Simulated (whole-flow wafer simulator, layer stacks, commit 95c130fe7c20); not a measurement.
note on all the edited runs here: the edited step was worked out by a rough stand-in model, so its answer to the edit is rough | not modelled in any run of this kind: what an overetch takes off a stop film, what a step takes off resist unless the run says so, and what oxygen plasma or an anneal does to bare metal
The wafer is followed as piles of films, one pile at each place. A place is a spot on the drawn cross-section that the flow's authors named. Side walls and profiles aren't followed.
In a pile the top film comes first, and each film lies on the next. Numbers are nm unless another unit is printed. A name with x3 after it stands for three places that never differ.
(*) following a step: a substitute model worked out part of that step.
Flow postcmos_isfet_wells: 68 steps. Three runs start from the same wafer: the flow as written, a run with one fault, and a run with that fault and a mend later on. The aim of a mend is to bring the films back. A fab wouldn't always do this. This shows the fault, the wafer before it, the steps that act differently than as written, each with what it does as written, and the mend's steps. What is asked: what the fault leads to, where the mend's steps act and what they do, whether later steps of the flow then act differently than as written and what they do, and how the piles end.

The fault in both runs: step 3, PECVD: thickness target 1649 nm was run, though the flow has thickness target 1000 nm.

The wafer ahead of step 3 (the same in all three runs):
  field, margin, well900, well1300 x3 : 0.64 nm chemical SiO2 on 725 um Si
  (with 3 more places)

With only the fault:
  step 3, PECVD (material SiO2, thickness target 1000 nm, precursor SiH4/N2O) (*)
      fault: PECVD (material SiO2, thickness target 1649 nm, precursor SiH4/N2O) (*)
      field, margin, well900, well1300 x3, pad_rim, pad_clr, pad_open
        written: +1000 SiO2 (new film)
        fault: +1649 SiO2 (new film)
  None of the later steps of the flow acts differently than as written at any place that is followed.
  At field, margin, well900, well1300 x3, pad_rim, pad_clr, pad_open, the piles at the end differ from the flow's by more than 2% or 0.5 nm, whichever is larger.
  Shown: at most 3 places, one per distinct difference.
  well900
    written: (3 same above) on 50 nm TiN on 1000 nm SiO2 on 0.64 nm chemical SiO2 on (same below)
    fault: (3 same above) on 50 nm TiN on 1649 nm SiO2 on 0.64 nm chemical SiO2 on (same below)
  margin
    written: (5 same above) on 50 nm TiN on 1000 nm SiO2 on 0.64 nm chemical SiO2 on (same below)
    fault: (5 same above) on 50 nm TiN on 1649 nm SiO2 on 0.64 nm chemical SiO2 on (same below)
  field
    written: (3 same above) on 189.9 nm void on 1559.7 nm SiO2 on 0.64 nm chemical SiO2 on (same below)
    fault: (3 same above) on 189.9 nm void on 2208.7 nm SiO2 on 0.64 nm chemical SiO2 on (same below)

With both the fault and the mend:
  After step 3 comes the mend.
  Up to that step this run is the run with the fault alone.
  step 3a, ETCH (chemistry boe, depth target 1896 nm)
      field, margin, well900, well1300 x3, pad_rim, pad_clr, pad_open
        -1649 SiO2 (all of it), -0.64 chemical SiO2 (all of it)
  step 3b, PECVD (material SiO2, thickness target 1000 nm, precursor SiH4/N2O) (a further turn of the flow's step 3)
      field, margin, well900, well1300 x3, pad_rim, pad_clr, pad_open
        +1000 SiO2 (new film)
  None of the later steps of the flow acts differently than as written at any place that is followed.
  At field, margin, well900, well1300 x3, pad_rim, pad_clr, pad_open, the piles at the end differ from the flow's by more than 2% or 0.5 nm, whichever is larger.
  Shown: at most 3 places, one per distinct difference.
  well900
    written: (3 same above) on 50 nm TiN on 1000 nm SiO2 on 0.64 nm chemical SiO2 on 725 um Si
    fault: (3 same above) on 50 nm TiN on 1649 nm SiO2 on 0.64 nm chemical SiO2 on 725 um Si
    mend: (3 same above) on 50 nm TiN on 1000 nm SiO2 on 725 um Si
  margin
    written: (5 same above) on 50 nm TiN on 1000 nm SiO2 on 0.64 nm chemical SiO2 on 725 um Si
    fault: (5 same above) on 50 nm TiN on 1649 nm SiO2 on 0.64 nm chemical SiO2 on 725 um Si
    mend: (5 same above) on 50 nm TiN on 1000 nm SiO2 on 725 um Si
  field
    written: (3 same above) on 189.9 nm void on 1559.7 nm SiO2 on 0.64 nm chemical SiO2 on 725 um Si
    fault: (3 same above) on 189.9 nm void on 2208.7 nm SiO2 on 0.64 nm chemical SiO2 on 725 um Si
    mend: (3 same above) on 189.9 nm void on 1559.7 nm SiO2 on 725 um Si
